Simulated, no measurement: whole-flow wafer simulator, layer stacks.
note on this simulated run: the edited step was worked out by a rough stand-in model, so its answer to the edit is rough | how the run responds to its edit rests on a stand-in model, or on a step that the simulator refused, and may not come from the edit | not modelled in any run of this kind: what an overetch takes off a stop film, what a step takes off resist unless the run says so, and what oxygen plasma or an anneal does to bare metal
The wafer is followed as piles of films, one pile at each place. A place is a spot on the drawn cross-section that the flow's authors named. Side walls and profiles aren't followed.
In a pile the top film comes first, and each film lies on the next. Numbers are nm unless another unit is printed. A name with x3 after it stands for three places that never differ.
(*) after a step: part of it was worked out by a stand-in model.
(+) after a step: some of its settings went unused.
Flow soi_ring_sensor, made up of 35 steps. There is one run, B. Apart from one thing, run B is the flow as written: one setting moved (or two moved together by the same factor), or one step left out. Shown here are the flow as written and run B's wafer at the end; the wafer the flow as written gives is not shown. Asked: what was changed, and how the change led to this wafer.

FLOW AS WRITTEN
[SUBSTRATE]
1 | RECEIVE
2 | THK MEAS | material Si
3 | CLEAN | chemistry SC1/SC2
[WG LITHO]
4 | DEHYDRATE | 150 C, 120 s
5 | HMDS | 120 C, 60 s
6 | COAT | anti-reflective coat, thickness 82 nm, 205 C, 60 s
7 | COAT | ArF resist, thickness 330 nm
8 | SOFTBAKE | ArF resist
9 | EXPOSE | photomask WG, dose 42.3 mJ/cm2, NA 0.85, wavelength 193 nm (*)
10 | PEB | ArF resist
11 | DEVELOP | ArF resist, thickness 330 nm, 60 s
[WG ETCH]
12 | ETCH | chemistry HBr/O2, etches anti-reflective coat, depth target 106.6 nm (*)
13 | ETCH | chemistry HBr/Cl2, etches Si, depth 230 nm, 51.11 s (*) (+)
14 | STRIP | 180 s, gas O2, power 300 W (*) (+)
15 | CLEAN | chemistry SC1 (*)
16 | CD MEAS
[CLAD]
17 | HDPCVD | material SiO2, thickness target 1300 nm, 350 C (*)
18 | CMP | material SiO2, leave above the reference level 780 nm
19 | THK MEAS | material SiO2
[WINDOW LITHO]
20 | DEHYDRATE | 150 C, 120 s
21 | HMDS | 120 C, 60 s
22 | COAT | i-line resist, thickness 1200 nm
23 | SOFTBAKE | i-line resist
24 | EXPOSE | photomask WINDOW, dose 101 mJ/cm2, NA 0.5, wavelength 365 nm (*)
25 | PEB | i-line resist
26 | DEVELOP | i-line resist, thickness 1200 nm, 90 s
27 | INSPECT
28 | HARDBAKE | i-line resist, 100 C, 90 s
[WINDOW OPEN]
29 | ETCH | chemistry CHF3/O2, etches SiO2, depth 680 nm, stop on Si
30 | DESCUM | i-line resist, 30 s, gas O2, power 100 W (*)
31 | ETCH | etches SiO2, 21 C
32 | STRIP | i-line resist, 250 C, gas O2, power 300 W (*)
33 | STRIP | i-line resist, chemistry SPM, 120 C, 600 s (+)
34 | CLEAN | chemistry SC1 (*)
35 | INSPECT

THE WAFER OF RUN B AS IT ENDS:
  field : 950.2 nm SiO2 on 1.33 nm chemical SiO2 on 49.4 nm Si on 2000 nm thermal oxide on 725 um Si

The reason: step 13, ETCH: depth 170 nm was run, whereas the flow has depth 230 nm; step 13, ETCH: 37.82 s was run, where the flow has 51.11 s.

How this came from the change, step by step:
  13 | ETCH | chemistry HBr/Cl2, etches Si, depth 230 nm, 51.11 s (*) (+)
      gap, window, field, gap_clad: -170 Si (it would be, as written: -220 Si (all of it), -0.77 thermal oxide)
      core, core_clad: -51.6 ArF resist (it would be, as written: -69.7 ArF resist)
  14 | STRIP | 180 s, gas O2, power 300 W (*) (+)
      gap, window, field, gap_clad: +1.33 chemical SiO2 (new film), -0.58 Si (it would be, as written: nothing)
      core, core_clad: -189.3 ArF resist (all of it), -82 anti-reflective coat (all of it), +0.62 chemical SiO2, -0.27 Si (it would be, as written: -171.2 ArF resist (all of it), -82 anti-reflective coat (all of it), +0.63 chemical SiO2, -0.28 Si)
  18 | CMP | material SiO2, leave above the reference level 780 nm
      gap, window, field, gap_clad: -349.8 SiO2 (it would be, as written: -298.2 SiO2)
